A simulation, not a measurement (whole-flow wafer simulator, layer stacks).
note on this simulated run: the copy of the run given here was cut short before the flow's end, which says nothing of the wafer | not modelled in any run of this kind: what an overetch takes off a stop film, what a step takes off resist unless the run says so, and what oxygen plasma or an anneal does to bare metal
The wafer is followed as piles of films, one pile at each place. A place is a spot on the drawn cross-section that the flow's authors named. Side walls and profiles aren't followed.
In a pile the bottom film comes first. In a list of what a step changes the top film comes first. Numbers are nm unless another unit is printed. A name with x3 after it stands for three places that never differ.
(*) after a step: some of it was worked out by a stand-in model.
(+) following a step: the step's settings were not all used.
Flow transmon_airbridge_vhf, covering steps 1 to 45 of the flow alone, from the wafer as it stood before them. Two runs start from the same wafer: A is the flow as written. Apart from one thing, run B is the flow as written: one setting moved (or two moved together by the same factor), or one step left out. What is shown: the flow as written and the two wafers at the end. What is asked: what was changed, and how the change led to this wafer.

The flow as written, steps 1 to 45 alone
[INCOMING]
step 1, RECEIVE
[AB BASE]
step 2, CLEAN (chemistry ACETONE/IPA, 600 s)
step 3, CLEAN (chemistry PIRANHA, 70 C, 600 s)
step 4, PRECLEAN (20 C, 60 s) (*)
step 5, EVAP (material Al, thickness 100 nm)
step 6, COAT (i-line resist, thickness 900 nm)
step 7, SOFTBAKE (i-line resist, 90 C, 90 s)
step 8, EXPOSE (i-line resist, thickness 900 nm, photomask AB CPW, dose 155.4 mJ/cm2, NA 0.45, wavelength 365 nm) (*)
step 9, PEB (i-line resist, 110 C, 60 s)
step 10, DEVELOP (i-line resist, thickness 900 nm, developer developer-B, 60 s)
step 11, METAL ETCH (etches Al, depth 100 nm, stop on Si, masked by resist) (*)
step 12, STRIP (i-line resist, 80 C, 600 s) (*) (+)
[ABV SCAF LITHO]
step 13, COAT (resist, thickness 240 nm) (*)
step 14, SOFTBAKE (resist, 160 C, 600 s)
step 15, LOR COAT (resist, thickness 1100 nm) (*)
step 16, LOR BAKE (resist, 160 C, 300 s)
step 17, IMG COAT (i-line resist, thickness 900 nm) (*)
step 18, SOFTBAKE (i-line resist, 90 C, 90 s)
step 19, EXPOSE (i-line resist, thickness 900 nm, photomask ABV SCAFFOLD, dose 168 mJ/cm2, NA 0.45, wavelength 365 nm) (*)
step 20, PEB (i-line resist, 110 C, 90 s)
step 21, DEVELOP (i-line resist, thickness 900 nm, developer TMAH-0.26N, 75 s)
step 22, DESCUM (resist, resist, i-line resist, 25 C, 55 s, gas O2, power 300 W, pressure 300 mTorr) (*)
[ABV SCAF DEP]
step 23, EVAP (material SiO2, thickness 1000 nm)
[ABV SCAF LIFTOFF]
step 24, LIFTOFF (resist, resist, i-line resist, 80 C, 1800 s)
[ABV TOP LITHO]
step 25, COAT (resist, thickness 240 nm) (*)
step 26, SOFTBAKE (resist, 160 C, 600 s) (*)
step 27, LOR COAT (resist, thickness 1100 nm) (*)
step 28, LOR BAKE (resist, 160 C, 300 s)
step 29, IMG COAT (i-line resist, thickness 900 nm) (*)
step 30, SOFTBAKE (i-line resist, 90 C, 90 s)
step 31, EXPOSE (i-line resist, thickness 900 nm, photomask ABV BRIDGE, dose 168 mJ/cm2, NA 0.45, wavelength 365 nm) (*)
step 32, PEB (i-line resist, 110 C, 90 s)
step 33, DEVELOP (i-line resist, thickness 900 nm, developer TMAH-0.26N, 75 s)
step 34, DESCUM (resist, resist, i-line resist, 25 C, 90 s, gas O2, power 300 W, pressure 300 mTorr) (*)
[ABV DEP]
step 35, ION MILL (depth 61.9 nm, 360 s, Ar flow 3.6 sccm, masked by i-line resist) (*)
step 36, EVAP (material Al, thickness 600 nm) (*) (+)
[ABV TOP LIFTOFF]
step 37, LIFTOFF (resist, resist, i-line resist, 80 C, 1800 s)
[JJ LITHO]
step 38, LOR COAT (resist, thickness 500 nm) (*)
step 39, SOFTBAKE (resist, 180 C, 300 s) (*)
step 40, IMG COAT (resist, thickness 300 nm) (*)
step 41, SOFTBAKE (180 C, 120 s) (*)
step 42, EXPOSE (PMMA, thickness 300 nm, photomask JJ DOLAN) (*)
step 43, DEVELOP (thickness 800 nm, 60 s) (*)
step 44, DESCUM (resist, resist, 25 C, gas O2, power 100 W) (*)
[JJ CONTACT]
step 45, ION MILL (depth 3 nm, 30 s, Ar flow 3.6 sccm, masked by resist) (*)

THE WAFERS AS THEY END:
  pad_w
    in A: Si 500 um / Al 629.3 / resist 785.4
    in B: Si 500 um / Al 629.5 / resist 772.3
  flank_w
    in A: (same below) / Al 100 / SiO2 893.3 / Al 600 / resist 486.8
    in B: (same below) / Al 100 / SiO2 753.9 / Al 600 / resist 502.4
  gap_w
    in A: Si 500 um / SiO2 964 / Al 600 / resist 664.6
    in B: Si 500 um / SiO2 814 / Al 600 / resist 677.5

What caused this: step 23, EVAP: thickness 850 nm was run, though the flow has thickness 1000 nm.

Step by step, how the change led to this:
  step 23, EVAP (material SiO2, thickness 1000 nm)
      field x3, jj_line, ground_far and 10 more: A SiO2 gains 1000 (new film) | B SiO2 gains 850 (new film)
      flank_w, flank_e: A SiO2 gains 929.3 (new film) | B SiO2 gains 789.9 (new film)
  step 24, LIFTOFF (resist, resist, i-line resist, 80 C, 1800 s)
      field x3, jj_line, trace_open_s x2: A SiO2 loses 1000 (all of it), i-line resist loses 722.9 (all of it), resist loses 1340 (all of it) | B SiO2 loses 850 (all of it), i-line resist loses 722.9 (all of it), resist loses 1340 (all of it)
      pad_w, pad_e: A SiO2 loses 1000 (all of it), i-line resist loses 718 (all of it), resist loses 1330.2 (all of it) | B SiO2 loses 850 (all of it), i-line resist loses 718 (all of it), resist loses 1330.2 (all of it)
      (and at 1 other place as well)
  step 25, COAT (resist, thickness 240 nm) (*)
      flank_w, flank_e: A resist gains 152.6 (new film) | B resist gains 157.5 (new film)
      gap_w, gap_e: A resist gains 210.7 (new film) | B resist gains 217.2 (new film)
      (and at 6 other places as well)
  step 27, LOR COAT (resist, thickness 1100 nm) (*)
      gap_w, gap_e: A resist gains 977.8 | B resist gains 998.4
      margin_s, margin_n: A resist gains 823.4 | B resist gains 859.3
      (and at 3 other places as well)
  step 29, IMG COAT (i-line resist, thickness 900 nm) (*)
      gap_w, gap_e: A i-line resist gains 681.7 (new film) | B i-line resist gains 717.8 (new film)
      margin_s, margin_n: A i-line resist gains 603.2 (new film) | B i-line resist gains 650.8 (new film)
      (and at 4 other places as well)
  step 32, PEB (i-line resist, 110 C, 90 s)
      flank_w, flank_e: A i-line resist loses 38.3 | B i-line resist loses 39.8
      gap_w, gap_e: A i-line resist loses 34.7 | B i-line resist loses 36.6
      (and at 5 other places as well)
  step 33, DEVELOP (i-line resist, thickness 900 nm, developer TMAH-0.26N, 75 s)
      gap_w, gap_e: A i-line resist loses 646.9 (all of it), resist loses 977.8 | B i-line resist loses 681.2 (all of it), resist loses 998.4
      flank_w: A i-line resist loses 710.9 (all of it), resist loses 822.6 | B i-line resist loses 738.5 (all of it), resist loses 859.5
      (and at 3 other places as well)
  step 34, DESCUM (resist, resist, i-line resist, 25 C, 90 s, gas O2, power 300 W, pressure 300 mTorr) (*)
      flank_w, flank_e: A resist loses 152.6 (all of it) | B resist loses 157.5 (all of it)
      gap_w, gap_e: A resist loses 210.7 (all of it) | B resist loses 217.2 (all of it)
      (and at 4 other places as well)
  step 37, LIFTOFF (resist, resist, i-line resist, 80 C, 1800 s)
      margin_s, margin_n: A Al loses 600 (all of it), i-line resist loses 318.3 (all of it), resist loses 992 (all of it) | B Al loses 600 (all of it), i-line resist loses 363.4 (all of it), resist loses 1036.5 (all of it)
      ground_far: A Al loses 600 (all of it), i-line resist loses 717.9 (all of it), resist loses 1384.9 (all of it) | B Al loses 600 (all of it), i-line resist loses 699.2 (all of it), resist loses 1380 (all of it)
  step 38, LOR COAT (resist, thickness 500 nm) (*)
      flank_w, flank_e: A resist gains 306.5 (new film) | B resist gains 317.4 (new film)
      margin_s, margin_n: A resist gains 445.3 (new film) | B resist gains 456.7 (new film)
  step 40, IMG COAT (resist, thickness 300 nm) (*)
      flank_w, flank_e: A resist gains 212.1 | B resist gains 216.8
      gap_w, gap_e: A resist gains 245.7 | B resist gains 252.1
      (and at 4 other places as well)
